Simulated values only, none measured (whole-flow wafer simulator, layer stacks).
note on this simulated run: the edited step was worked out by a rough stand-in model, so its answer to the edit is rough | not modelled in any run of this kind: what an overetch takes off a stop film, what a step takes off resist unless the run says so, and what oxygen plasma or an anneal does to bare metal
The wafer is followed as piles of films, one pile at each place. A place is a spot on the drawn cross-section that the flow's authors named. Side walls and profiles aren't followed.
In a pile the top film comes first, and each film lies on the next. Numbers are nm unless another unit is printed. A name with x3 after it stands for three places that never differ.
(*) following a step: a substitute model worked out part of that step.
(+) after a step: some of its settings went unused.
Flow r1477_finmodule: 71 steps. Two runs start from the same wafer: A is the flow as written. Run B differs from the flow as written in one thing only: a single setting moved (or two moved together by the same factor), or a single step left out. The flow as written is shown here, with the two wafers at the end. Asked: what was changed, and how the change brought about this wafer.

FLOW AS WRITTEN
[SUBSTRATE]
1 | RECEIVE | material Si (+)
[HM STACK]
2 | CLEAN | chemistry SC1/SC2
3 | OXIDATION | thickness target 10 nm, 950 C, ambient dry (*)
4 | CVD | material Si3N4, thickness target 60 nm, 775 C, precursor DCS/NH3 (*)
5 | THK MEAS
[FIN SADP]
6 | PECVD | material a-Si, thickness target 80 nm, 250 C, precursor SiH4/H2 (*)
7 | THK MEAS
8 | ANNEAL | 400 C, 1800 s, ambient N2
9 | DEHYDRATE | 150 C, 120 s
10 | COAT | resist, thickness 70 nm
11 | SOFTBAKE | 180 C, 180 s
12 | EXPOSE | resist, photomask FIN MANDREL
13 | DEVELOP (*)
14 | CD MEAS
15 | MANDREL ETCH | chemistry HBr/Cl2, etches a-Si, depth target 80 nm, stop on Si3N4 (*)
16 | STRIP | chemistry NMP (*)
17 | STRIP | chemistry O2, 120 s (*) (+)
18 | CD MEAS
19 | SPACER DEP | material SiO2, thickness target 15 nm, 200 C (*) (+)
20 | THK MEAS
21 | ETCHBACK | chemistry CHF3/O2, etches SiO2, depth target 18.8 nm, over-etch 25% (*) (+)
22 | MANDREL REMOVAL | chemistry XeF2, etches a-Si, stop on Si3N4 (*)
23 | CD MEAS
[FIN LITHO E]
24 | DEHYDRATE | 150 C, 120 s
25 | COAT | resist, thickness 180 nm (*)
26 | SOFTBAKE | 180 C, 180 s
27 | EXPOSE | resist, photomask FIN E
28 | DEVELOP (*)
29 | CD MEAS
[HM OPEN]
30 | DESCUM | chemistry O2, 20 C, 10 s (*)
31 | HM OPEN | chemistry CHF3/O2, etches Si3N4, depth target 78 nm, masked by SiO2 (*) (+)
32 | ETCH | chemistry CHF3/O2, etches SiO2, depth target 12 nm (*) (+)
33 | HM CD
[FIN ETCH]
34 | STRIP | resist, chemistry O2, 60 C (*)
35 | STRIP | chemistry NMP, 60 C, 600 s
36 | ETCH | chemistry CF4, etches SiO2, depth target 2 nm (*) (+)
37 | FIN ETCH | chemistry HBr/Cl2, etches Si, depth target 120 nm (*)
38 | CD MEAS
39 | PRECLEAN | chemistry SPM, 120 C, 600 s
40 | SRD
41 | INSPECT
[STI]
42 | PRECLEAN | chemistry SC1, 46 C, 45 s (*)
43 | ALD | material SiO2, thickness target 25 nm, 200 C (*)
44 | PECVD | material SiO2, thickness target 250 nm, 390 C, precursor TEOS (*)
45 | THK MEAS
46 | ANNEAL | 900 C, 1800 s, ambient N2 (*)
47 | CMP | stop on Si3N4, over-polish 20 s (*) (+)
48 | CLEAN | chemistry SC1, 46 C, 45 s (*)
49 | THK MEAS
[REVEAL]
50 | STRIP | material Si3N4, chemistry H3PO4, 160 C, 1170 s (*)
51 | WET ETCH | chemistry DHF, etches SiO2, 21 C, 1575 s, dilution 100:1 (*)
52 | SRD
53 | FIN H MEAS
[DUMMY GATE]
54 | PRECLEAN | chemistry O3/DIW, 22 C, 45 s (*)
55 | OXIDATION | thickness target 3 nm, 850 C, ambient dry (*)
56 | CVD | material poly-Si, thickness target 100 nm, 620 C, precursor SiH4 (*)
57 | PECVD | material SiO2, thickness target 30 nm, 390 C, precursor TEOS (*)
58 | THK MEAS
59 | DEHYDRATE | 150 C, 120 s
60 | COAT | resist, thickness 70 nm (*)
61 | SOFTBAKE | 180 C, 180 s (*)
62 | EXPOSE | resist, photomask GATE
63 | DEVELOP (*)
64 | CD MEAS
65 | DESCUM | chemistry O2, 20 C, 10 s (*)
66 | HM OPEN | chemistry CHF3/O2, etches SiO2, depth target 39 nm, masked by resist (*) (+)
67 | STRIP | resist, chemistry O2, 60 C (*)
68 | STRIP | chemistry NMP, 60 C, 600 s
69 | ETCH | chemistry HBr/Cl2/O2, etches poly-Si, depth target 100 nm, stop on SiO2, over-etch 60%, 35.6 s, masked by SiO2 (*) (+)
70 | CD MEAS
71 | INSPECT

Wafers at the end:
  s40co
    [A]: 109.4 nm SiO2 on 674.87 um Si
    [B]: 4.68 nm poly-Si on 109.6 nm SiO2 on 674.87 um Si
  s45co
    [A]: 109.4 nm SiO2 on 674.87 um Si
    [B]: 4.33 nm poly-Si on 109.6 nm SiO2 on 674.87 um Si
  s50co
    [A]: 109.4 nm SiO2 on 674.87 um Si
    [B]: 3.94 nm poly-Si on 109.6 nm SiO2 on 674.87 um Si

Cause: step 56, CVD: thickness target 152.5 nm was run, while the flow as written has thickness target 100 nm.

Step by step, how the change led to this:
  56 | CVD | material poly-Si, thickness target 100 nm, 620 C, precursor SiH4 (*)
      pad, padg, elg and 26 more: A +100 poly-Si (new film) | B +152.5 poly-Si (new film)
      s40cg, s40co: A +113.9 poly-Si (new film) | B +167.1 poly-Si (new film)
      (as well as at 5 more places)
  67 | STRIP | resist, chemistry O2, 60 C (*)
      s40cg: A -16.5 resist (all of it) | B -15.9 resist (all of it)
      s45cg: A -16.9 resist (all of it) | B -16.2 resist (all of it)
      (as well as at 1 more place)
  69 | ETCH | chemistry HBr/Cl2/O2, etches poly-Si, depth target 100 nm, stop on SiO2, over-etch 60%, 35.6 s, masked by SiO2 (*) (+)
      pad, eso, e40so, e100so, e200so, s40so, s45so, s50so: A -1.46 chemical SiO2 (all of it), -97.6 poly-Si (all of it), -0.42 SiO2 | B -1.46 chemical SiO2 (all of it), -150.1 poly-Si (all of it)
      elo, e40lo, e100lo, e200lo: A -1.46 chemical SiO2 (all of it), -97.6 poly-Si (all of it), -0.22 Si3N4 | B -1.46 chemical SiO2 (all of it), -150.1 poly-Si (all of it)
      (as well as at 6 more places)
